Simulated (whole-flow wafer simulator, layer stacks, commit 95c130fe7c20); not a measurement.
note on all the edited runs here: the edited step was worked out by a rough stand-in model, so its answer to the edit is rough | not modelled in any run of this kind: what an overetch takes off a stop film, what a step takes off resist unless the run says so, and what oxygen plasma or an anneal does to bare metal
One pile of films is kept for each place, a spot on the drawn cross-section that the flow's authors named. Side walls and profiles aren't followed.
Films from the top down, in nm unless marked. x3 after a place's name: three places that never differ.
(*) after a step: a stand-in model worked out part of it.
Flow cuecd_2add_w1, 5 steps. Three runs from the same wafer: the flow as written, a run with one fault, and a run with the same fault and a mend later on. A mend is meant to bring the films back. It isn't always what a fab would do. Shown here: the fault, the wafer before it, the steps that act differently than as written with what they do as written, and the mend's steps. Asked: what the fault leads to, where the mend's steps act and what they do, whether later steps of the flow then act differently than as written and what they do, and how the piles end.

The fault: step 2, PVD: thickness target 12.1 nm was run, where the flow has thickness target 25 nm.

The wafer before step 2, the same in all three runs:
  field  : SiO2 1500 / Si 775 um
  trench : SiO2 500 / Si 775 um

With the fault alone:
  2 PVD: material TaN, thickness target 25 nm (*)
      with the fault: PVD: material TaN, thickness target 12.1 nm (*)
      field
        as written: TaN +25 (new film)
        with the fault: TaN +12.1 (new film)
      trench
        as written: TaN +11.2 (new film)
        with the fault: TaN +5.44 (new film)
  No later step of the flow acts differently than as written, at any place that is followed, by more than 2% or 0.5 nm, whichever is larger.
  At the end the piles differ from the flow's by more than 2% or 0.5 nm, whichever is larger, at field, trench.
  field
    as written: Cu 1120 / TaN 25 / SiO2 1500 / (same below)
    with the fault: Cu 1120 / TaN 12.1 / SiO2 1500 / (same below)
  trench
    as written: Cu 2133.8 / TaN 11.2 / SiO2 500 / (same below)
    with the fault: Cu 2126.7 / TaN 5.44 / SiO2 500 / (same below)

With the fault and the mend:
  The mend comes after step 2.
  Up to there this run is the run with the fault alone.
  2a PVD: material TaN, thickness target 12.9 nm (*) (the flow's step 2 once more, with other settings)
      field
        TaN +12.9
      trench
        TaN +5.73
  No later step of the flow acts differently than as written at any place that is followed.
  At the end the piles are the same as the flow's at every place that both follow.
